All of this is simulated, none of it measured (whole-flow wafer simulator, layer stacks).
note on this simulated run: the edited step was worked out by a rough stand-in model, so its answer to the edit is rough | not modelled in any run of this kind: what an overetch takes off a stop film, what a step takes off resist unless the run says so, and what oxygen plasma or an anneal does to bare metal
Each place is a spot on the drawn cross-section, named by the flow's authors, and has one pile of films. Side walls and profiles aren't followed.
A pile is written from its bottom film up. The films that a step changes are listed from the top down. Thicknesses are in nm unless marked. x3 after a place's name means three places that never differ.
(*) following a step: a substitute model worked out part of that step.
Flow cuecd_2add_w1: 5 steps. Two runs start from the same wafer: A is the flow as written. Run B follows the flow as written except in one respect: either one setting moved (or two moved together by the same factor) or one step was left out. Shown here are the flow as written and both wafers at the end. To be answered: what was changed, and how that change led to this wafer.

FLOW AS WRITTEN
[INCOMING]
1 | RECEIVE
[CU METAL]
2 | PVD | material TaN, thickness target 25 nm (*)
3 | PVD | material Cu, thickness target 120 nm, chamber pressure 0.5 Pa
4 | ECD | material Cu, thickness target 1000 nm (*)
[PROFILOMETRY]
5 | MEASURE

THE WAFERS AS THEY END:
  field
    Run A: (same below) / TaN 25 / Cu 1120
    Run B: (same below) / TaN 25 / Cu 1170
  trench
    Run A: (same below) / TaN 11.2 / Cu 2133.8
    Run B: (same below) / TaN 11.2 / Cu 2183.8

The reason: step 4, ECD: thickness target 1050 nm was run, though the flow has thickness target 1000 nm.

How this came from the change, step by step:
  4 | ECD | material Cu, thickness target 1000 nm (*)
      field: A Cu gains 1000 | B Cu gains 1050
      trench: A Cu gains 2080.2 | B Cu gains 2130.2
